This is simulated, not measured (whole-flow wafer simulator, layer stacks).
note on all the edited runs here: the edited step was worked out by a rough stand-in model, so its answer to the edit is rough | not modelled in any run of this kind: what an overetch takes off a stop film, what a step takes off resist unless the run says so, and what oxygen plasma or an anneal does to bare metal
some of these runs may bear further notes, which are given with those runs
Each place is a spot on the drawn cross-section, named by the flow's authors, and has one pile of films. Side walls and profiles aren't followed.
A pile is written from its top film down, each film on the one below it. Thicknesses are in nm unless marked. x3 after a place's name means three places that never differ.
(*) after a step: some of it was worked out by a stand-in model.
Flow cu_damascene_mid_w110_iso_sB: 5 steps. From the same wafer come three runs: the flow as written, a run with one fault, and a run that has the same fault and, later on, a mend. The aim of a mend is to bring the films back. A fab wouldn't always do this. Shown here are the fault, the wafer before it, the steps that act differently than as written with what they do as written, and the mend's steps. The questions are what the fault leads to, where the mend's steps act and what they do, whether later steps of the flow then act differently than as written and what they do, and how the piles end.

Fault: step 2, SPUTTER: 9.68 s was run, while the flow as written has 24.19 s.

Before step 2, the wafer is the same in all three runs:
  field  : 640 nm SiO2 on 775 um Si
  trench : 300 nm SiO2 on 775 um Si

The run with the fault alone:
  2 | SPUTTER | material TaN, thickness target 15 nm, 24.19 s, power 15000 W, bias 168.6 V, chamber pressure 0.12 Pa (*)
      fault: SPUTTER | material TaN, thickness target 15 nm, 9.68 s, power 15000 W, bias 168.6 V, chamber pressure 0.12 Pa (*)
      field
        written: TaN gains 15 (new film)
        fault: TaN gains 6 (new film)
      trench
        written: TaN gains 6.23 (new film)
        fault: TaN gains 2.49 (new film)
  Steps later in the flow that act otherwise than as written (2 more steps, not shown, differ only slightly: by at most 2% or 0.5 nm, whichever is larger):
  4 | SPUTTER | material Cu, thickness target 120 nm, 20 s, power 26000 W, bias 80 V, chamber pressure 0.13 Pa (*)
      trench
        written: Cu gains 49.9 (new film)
        fault: Cu gains 51.3 (new film)
  At field, trench, the piles at the end differ from the flow's by more than 2% or 0.5 nm, whichever is larger.
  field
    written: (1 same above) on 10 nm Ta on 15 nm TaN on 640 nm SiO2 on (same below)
    fault: (1 same above) on 10 nm Ta on 6 nm TaN on 640 nm SiO2 on (same below)
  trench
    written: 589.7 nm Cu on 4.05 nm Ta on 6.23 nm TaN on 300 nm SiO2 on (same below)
    fault: 584.3 nm Cu on 4.16 nm Ta on 2.49 nm TaN on 300 nm SiO2 on (same below)

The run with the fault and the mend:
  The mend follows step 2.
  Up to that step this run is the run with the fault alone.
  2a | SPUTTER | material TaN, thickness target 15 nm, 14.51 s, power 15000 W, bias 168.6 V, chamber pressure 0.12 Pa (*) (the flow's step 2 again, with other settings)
      field
        TaN gains 9
      trench
        TaN gains 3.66
  Every later step of the flow that is run acts as written, at every place that is followed, to within 2% or 0.5 nm, whichever is larger.
  When the end is reached, the piles differ only a little from the flow's at the places that both follow, at most by 2% or 0.5 nm, whichever is larger.
